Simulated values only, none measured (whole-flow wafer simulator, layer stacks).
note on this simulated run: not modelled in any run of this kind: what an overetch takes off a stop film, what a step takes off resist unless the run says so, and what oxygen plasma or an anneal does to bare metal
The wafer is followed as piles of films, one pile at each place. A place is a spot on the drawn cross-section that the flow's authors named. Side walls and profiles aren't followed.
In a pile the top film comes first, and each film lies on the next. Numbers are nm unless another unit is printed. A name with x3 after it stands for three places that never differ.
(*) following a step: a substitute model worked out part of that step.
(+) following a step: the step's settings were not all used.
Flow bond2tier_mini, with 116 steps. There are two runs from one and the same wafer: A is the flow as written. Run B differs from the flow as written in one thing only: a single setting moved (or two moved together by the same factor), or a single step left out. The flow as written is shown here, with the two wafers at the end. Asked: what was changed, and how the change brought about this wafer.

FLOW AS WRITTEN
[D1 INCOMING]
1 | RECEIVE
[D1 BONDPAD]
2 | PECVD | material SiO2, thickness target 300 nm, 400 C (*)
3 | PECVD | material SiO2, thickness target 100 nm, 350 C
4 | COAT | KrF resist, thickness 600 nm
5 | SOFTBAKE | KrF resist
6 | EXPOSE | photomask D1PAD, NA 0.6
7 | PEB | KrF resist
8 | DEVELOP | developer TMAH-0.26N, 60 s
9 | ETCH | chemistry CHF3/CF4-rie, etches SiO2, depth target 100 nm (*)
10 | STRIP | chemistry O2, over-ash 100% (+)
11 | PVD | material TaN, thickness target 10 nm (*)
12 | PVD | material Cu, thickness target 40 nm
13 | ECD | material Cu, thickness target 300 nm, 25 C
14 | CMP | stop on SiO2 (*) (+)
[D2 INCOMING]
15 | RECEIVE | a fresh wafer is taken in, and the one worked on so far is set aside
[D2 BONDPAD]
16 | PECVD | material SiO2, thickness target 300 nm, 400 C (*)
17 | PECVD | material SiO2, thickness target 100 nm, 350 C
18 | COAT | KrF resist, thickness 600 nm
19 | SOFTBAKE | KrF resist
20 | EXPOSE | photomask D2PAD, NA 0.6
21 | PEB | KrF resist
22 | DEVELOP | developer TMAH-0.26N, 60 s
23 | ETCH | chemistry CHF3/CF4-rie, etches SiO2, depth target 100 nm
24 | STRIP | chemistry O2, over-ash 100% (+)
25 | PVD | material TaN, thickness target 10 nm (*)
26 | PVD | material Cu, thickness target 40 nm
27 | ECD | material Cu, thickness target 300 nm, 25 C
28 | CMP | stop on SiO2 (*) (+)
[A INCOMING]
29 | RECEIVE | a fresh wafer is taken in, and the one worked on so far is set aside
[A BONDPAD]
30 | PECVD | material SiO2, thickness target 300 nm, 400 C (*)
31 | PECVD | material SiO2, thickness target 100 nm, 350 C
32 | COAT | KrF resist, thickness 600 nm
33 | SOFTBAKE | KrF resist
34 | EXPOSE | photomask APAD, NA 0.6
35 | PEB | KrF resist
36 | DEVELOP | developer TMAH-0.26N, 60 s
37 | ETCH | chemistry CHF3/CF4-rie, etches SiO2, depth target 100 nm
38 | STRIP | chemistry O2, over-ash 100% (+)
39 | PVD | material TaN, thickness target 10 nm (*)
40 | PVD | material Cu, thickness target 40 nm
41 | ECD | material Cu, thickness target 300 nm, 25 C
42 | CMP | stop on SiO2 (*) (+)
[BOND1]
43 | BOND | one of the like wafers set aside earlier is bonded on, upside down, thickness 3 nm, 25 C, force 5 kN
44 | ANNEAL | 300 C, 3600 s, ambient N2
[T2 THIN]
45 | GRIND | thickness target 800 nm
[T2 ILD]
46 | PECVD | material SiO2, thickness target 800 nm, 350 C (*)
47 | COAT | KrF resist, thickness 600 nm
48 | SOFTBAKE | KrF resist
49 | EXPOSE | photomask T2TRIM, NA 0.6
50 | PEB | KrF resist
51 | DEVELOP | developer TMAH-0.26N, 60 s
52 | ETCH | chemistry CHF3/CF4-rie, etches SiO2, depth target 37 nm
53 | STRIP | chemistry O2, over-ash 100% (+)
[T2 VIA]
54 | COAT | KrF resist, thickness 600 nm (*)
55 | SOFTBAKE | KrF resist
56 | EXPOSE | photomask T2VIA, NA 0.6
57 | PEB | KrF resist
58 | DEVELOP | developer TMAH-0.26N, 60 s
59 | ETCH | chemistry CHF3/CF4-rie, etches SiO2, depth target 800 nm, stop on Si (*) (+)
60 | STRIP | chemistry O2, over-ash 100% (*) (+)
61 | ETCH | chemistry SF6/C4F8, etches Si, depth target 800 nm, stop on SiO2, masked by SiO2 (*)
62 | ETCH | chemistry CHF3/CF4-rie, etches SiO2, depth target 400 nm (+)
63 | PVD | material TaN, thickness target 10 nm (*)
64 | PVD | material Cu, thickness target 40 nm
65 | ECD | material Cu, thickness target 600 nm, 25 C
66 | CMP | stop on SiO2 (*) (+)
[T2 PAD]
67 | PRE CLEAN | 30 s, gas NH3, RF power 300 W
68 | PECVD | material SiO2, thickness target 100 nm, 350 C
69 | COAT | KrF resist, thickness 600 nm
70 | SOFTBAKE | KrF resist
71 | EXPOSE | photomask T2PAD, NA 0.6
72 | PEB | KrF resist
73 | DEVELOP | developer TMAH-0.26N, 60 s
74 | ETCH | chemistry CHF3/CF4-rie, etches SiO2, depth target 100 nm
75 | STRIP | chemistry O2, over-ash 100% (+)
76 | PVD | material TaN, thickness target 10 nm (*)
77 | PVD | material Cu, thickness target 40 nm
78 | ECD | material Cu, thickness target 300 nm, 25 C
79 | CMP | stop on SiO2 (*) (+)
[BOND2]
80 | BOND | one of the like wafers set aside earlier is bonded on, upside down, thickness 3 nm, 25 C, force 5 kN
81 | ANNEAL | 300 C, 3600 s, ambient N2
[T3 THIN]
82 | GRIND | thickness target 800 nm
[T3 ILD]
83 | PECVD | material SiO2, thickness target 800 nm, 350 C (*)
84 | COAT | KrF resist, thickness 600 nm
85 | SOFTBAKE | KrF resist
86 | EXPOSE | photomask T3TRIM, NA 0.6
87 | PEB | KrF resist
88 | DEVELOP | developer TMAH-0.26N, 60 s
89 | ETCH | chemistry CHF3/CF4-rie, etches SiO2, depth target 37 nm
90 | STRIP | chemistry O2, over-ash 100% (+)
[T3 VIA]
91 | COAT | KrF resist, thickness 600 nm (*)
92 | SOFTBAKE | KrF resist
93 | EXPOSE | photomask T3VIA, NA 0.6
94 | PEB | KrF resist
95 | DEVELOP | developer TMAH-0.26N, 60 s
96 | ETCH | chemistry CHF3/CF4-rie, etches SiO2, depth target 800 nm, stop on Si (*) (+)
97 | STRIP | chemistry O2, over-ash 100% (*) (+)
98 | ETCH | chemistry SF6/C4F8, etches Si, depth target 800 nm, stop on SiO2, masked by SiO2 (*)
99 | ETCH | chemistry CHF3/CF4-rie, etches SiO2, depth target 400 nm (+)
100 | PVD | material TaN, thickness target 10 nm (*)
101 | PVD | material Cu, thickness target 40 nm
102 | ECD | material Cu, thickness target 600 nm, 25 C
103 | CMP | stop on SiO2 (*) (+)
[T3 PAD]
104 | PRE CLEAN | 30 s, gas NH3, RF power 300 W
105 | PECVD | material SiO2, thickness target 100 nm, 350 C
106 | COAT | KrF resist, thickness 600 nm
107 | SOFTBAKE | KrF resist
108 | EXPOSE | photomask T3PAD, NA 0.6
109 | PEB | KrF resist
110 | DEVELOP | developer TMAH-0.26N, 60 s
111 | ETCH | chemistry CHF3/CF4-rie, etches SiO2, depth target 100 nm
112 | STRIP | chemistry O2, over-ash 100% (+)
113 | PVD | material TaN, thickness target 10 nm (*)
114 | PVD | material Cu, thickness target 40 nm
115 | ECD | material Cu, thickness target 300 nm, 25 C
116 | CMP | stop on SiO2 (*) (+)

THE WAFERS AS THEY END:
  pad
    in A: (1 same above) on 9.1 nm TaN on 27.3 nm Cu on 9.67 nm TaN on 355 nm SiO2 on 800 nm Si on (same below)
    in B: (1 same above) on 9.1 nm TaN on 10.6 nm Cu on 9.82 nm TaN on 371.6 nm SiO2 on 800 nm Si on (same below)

Cause: step 89, ETCH: depth target 20.4 nm was run, though the flow has depth target 37 nm.

Step by step, how the change led to this:
  89 | ETCH | chemistry CHF3/CF4-rie, etches SiO2, depth target 37 nm
      field: A KrF resist loses 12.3 | B KrF resist loses 6.8
      pad: A SiO2 loses 37 | B SiO2 loses 20.4
  97 | STRIP | chemistry O2, over-ash 100% (*) (+)
      field: A KrF resist loses 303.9 (all of it) | B KrF resist loses 310.9 (all of it)
      pad: A KrF resist loses 336 (all of it) | B KrF resist loses 328.6 (all of it)
  102 | ECD | material Cu, thickness target 600 nm, 25 C
      pad: A Cu gains 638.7 | B Cu gains 621.3
